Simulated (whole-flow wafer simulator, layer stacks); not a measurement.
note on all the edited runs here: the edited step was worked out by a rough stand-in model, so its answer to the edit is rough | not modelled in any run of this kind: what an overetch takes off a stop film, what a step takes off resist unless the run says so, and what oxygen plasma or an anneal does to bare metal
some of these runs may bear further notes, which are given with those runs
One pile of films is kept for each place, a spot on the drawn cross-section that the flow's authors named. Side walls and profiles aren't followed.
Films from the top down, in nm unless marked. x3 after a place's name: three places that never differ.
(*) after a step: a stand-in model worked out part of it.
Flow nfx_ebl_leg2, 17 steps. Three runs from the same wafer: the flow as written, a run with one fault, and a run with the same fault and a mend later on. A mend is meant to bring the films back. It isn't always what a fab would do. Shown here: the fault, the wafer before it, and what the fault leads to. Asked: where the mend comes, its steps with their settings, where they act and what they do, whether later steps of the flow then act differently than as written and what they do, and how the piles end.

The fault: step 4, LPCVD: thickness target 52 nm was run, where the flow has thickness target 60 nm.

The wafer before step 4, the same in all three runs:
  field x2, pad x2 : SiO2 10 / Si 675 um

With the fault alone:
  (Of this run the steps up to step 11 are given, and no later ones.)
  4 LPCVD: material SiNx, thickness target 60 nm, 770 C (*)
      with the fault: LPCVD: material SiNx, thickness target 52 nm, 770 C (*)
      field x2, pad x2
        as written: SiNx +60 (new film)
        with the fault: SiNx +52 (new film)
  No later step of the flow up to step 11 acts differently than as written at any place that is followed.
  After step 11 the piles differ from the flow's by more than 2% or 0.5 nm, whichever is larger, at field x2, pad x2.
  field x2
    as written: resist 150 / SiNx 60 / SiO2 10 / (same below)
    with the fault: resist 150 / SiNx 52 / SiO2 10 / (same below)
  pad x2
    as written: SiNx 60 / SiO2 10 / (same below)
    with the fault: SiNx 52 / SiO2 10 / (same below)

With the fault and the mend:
  The mend comes after step 5.
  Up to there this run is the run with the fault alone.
  5a ETCH: chemistry h3po4, depth target 59.8 nm
      field x2, pad x2
        SiNx -52 (all of it)
  5b CLEAN: chemistry SC1/SC2 (the flow's step 2 once more)
      changes no film at any place that is followed
  5c LPCVD: material SiNx, thickness target 60 nm, 770 C (*) (the flow's step 4 once more)
      field x2, pad x2
        SiNx +60 (new film)
  No later step of the flow acts differently than as written at any place that is followed.
  At the end the piles are the same as the flow's at every place that both follow.
